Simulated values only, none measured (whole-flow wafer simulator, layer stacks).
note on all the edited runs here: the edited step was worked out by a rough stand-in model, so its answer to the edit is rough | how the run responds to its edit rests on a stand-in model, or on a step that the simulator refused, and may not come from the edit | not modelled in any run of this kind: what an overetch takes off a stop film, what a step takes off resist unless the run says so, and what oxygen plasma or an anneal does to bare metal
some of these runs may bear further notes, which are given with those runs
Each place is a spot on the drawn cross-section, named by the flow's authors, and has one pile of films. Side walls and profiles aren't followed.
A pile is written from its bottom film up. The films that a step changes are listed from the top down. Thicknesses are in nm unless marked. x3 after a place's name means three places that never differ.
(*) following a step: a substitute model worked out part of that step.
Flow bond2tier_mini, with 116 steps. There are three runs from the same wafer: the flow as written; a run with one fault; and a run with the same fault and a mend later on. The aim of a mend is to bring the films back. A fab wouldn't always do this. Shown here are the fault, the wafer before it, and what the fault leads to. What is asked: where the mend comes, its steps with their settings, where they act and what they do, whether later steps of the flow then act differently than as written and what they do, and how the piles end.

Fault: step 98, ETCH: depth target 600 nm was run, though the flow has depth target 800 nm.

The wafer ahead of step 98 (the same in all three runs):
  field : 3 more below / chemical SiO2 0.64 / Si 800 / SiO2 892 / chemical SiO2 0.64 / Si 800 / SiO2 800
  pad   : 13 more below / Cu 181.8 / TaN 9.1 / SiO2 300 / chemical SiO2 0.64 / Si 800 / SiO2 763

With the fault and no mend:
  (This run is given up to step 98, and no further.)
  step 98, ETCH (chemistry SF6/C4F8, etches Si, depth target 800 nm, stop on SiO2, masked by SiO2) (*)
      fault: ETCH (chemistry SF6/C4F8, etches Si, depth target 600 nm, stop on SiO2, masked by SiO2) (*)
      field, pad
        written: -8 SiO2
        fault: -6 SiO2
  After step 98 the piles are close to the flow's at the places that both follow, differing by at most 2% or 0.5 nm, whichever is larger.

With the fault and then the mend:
  The mend follows step 98.
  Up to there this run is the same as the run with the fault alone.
  step 98a, ETCH (chemistry SF6/C4F8, etches Si, depth target 200 nm, stop on SiO2, masked by SiO2) (*) (the flow's step 98 again, with other settings)
      field, pad
        -2 SiO2
  Later steps of the flow that are run all act as written at every place that is followed.
  By the end, the piles equal the flow's at every place that both follow.
